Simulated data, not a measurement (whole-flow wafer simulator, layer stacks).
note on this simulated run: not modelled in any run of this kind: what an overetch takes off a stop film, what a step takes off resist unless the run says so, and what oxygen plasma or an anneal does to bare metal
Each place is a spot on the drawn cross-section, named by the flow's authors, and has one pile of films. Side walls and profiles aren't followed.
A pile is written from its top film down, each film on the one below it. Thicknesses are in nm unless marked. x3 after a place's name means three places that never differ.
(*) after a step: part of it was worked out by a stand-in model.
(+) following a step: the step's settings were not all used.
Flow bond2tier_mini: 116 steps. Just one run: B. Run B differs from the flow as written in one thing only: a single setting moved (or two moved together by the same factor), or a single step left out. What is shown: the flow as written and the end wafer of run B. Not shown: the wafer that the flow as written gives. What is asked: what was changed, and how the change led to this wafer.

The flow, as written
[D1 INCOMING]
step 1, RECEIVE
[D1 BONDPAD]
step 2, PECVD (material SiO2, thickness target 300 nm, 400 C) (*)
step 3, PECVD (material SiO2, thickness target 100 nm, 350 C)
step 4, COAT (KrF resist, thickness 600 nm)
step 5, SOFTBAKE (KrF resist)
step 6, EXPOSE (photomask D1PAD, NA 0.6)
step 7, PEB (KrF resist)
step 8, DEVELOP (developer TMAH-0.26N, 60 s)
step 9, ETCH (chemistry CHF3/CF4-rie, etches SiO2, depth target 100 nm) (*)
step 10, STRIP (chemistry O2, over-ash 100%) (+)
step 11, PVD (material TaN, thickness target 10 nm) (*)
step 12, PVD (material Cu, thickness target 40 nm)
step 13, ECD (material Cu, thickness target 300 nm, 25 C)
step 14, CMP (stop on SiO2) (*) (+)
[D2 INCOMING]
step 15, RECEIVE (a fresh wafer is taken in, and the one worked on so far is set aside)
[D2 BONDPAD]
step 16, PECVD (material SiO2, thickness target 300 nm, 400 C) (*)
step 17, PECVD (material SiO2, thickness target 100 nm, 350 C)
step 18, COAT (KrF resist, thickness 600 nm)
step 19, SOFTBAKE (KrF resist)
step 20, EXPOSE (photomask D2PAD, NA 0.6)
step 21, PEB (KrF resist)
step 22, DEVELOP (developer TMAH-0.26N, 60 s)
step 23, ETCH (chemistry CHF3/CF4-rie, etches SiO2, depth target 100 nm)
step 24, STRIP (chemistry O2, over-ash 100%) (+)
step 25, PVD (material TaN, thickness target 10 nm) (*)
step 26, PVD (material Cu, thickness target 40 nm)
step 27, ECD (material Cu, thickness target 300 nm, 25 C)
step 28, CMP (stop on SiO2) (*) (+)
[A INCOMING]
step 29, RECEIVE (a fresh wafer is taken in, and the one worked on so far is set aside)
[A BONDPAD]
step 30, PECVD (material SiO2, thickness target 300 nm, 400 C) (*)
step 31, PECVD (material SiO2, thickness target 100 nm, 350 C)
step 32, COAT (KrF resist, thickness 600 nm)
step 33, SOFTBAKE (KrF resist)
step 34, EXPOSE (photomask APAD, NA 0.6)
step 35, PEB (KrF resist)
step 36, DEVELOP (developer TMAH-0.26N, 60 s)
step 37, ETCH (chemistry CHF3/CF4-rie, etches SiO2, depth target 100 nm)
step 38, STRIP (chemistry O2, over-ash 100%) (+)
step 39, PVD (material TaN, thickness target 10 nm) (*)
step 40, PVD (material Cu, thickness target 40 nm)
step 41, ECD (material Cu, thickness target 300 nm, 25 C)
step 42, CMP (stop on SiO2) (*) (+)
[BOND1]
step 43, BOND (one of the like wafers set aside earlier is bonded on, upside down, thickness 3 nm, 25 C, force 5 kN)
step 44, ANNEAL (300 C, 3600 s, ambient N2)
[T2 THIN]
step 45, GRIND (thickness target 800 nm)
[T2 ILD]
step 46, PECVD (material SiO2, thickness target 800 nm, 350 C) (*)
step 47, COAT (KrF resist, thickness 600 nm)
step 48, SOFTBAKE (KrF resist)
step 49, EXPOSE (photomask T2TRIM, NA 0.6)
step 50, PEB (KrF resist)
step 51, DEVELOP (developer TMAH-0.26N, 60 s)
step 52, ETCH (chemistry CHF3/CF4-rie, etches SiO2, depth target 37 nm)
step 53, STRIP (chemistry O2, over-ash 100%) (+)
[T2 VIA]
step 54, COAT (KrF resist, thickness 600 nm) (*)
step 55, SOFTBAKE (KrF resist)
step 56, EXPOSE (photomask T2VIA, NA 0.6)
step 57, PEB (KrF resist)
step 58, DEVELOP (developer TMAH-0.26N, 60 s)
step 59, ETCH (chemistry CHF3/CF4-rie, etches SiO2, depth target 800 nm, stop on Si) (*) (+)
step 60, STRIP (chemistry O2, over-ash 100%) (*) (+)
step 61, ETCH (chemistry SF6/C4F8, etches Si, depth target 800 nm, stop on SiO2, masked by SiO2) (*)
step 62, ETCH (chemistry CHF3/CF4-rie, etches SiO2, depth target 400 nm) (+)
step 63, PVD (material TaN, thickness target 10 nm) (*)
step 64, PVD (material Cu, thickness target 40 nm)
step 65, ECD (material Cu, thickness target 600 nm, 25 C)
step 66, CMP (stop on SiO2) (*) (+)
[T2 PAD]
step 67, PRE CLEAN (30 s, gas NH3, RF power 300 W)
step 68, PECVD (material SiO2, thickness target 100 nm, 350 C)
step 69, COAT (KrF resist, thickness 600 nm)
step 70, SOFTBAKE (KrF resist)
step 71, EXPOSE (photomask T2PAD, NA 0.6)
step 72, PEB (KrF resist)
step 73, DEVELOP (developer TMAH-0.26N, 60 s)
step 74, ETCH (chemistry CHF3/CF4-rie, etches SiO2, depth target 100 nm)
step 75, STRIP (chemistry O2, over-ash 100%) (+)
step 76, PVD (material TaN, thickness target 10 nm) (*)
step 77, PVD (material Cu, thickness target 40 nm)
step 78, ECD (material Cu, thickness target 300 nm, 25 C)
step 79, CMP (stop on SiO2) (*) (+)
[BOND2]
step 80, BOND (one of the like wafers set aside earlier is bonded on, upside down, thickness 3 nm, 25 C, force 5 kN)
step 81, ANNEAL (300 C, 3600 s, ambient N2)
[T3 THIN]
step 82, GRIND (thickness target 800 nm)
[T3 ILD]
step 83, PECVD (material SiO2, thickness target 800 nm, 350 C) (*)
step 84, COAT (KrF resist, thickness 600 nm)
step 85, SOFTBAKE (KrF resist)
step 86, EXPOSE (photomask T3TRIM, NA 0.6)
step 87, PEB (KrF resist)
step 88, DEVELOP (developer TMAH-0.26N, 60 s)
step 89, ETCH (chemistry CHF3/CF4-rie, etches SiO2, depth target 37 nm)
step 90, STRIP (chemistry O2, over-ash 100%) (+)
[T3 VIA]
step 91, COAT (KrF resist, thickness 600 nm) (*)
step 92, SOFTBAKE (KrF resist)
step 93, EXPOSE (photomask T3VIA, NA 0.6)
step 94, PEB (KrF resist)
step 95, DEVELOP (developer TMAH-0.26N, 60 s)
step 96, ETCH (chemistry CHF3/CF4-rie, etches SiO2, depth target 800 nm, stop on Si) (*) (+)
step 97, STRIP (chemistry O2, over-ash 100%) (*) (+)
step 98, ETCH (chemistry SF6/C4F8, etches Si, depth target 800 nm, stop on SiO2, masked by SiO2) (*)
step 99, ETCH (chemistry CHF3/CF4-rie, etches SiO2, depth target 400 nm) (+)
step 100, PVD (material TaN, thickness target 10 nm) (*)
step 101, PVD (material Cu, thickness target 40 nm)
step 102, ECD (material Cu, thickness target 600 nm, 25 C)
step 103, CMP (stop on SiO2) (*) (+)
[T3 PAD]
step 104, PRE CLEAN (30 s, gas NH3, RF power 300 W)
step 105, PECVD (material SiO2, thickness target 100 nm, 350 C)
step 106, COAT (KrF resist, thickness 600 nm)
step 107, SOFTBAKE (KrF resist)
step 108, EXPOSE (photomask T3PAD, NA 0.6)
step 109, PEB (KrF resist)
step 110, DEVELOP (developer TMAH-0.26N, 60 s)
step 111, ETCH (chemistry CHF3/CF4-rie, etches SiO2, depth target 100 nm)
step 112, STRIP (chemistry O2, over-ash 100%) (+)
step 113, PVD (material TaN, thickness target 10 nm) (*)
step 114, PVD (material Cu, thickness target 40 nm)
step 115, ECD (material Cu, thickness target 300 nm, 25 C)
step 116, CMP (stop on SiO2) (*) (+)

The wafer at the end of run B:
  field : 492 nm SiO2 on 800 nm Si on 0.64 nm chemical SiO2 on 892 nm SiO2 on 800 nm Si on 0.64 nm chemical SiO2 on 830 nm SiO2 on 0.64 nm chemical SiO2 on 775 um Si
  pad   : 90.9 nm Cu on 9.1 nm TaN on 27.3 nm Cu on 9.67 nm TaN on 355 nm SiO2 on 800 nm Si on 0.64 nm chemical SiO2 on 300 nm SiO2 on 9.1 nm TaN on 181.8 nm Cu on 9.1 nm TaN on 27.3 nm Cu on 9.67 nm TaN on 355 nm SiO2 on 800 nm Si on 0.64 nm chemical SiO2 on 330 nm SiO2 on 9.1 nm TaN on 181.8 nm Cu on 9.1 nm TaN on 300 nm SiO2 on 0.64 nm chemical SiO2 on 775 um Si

Cause: step 3, PECVD: thickness target 130 nm was run, while the flow as written has thickness target 100 nm.

How this came from the change, step by step:
  step 3, PECVD (material SiO2, thickness target 100 nm, 350 C)
      field, pad, via: +130 SiO2 (as written it would have been: +100 SiO2)
  step 43, BOND (one of the like wafers set aside earlier is bonded on, upside down, thickness 3 nm, 25 C, force 5 kN)
      field: +775 um Si (new film), +0.64 chemical SiO2 (new film), +430 SiO2 (as written it would have been: +775 um Si (new film), +0.64 chemical SiO2 (new film), +400 SiO2)
      pad: +775 um Si (new film), +0.64 chemical SiO2 (new film), +330 SiO2 (new film), +9.1 TaN (new film), +90.9 Cu (as written it would have been: +775 um Si (new film), +0.64 chemical SiO2 (new film), +300 SiO2 (new film), +9.1 TaN (new film), +90.9 Cu)
      (and at 1 other place as well)
